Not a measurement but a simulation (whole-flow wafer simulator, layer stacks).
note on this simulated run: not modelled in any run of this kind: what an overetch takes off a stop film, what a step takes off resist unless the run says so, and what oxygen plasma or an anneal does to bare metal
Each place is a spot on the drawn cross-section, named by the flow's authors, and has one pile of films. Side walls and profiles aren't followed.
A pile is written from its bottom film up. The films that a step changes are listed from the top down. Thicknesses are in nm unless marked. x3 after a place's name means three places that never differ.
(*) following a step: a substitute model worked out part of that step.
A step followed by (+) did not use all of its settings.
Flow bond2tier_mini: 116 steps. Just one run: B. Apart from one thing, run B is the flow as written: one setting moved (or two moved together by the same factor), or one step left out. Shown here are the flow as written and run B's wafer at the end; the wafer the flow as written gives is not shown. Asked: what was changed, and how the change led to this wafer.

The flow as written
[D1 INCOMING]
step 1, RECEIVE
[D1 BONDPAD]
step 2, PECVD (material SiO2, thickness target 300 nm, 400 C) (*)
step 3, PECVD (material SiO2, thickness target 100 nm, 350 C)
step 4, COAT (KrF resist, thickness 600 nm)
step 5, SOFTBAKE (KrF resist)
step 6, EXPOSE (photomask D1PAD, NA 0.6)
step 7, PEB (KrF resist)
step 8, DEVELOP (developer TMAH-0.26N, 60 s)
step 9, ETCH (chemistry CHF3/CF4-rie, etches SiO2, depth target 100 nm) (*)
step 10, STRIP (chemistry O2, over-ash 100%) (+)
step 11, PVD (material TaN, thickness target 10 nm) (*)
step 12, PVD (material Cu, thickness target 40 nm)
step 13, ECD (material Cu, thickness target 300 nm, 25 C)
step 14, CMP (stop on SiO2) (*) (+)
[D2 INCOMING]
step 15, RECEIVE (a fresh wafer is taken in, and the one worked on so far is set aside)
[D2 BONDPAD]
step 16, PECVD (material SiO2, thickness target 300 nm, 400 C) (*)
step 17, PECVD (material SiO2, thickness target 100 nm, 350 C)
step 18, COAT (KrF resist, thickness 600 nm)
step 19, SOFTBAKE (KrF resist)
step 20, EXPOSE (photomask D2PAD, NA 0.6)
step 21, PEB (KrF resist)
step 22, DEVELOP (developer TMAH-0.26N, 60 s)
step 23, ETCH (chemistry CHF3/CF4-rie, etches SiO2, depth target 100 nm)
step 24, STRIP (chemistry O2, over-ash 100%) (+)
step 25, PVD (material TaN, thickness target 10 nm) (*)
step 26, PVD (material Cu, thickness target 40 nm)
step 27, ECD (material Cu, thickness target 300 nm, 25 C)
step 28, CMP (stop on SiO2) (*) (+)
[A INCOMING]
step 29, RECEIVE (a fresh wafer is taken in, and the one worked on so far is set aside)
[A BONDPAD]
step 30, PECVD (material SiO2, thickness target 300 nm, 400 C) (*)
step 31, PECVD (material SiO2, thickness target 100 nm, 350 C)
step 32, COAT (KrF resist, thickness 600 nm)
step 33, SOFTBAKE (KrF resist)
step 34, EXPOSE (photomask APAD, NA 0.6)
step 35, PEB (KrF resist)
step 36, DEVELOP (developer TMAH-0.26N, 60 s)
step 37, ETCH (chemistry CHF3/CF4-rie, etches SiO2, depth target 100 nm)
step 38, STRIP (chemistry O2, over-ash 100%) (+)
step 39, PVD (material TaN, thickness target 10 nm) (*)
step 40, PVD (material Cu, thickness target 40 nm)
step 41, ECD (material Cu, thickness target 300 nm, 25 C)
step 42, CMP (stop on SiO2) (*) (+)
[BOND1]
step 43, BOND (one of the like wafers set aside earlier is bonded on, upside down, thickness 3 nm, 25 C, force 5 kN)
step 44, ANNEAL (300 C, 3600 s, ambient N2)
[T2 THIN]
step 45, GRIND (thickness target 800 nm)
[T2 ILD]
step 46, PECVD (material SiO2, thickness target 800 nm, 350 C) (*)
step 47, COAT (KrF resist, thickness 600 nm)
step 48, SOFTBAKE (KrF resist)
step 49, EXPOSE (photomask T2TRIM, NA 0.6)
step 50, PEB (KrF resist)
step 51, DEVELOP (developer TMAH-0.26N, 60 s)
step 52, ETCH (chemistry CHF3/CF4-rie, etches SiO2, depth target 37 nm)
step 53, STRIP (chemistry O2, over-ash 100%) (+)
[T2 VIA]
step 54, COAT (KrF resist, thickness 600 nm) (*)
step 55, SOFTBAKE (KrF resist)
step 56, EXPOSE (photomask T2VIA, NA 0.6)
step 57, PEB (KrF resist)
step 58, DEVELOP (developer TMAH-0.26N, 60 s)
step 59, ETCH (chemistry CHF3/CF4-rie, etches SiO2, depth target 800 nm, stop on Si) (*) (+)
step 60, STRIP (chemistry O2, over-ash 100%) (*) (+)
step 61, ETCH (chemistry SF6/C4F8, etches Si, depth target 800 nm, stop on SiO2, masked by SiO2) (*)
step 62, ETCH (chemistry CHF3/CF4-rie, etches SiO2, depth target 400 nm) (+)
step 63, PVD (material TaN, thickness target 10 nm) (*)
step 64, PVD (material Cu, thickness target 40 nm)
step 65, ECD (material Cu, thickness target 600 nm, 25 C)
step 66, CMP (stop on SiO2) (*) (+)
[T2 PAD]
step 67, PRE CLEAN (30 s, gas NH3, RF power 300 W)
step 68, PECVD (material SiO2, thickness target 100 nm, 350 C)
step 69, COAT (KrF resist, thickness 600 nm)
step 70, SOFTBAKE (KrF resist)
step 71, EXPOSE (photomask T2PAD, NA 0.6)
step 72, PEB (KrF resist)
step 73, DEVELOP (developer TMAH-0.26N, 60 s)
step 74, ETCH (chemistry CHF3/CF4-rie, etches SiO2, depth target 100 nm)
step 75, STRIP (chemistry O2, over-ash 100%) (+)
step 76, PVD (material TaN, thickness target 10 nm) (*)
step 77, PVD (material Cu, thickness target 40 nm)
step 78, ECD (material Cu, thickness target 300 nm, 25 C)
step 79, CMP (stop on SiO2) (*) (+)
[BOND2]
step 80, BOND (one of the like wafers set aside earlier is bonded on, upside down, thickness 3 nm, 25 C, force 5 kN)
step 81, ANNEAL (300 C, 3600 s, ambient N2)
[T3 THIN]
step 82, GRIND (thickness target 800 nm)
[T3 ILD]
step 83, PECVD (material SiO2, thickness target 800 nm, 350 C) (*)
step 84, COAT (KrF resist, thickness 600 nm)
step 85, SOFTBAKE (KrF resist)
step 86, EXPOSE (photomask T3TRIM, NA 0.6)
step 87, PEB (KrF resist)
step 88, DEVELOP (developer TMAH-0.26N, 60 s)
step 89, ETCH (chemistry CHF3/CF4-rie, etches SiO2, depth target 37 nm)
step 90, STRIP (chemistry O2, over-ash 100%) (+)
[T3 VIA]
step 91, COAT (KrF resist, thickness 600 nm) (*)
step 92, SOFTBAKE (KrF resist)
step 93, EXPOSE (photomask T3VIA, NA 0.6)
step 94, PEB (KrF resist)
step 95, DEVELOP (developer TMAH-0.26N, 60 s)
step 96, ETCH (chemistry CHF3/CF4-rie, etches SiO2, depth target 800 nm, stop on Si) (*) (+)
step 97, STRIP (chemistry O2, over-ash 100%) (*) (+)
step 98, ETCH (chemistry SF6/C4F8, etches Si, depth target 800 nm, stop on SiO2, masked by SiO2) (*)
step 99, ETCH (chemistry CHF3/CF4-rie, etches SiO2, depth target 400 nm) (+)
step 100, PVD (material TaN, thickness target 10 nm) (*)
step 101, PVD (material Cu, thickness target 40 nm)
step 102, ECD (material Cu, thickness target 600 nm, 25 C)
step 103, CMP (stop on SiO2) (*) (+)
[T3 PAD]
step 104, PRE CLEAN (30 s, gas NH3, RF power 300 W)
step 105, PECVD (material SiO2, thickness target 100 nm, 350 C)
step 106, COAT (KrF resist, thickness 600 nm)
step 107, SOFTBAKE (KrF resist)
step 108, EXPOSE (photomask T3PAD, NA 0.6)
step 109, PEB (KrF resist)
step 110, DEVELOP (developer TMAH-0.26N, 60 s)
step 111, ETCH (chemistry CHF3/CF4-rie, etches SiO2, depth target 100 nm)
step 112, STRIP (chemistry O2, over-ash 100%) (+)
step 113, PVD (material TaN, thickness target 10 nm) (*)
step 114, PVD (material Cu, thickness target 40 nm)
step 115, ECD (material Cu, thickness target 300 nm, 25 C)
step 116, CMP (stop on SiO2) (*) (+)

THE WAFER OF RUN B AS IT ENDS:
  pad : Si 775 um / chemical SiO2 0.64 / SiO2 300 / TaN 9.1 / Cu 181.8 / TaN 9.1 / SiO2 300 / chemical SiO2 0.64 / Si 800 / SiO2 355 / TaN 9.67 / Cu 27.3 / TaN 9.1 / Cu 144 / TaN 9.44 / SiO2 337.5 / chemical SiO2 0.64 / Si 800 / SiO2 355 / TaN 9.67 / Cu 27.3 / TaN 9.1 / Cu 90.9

Cause: step 23, ETCH: depth target 62.5 nm was run, while the flow as written has depth target 100 nm.

The path from the change to this, step by step:
  step 23, ETCH (chemistry CHF3/CF4-rie, etches SiO2, depth target 100 nm)
      pad, via: SiO2 loses 62.5 (in the flow as written it would be: SiO2 loses 100)
      field: KrF resist loses 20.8 (in the flow as written it would be: KrF resist loses 33.3)
  step 24, STRIP (chemistry O2, over-ash 100%) (+)
      field: KrF resist loses 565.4 (all of it) (in the flow as written it would be: KrF resist loses 552.9 (all of it))
  step 26, PVD (material Cu, thickness target 40 nm)
      pad: Cu gains 37.7 (new film) (in the flow as written it would be: Cu gains 36.4 (new film))
  step 27, ECD (material Cu, thickness target 300 nm, 25 C)
      pad: Cu gains 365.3 (in the flow as written it would be: Cu gains 404.5)
      via: Cu gains 362.5 (in the flow as written it would be: Cu gains 400.2)
  step 80, BOND (one of the like wafers set aside earlier is bonded on, upside down, thickness 3 nm, 25 C, force 5 kN)
      pad: Si gains 775 um (new film), chemical SiO2 gains 0.64 (new film), SiO2 gains 337.5 (new film), TaN gains 9.44 (new film), Cu gains 53.1 (in the flow as written it would be: Si gains 775 um (new film), chemical SiO2 gains 0.64 (new film), SiO2 gains 300 (new film), TaN gains 9.1 (new film), Cu gains 90.9)
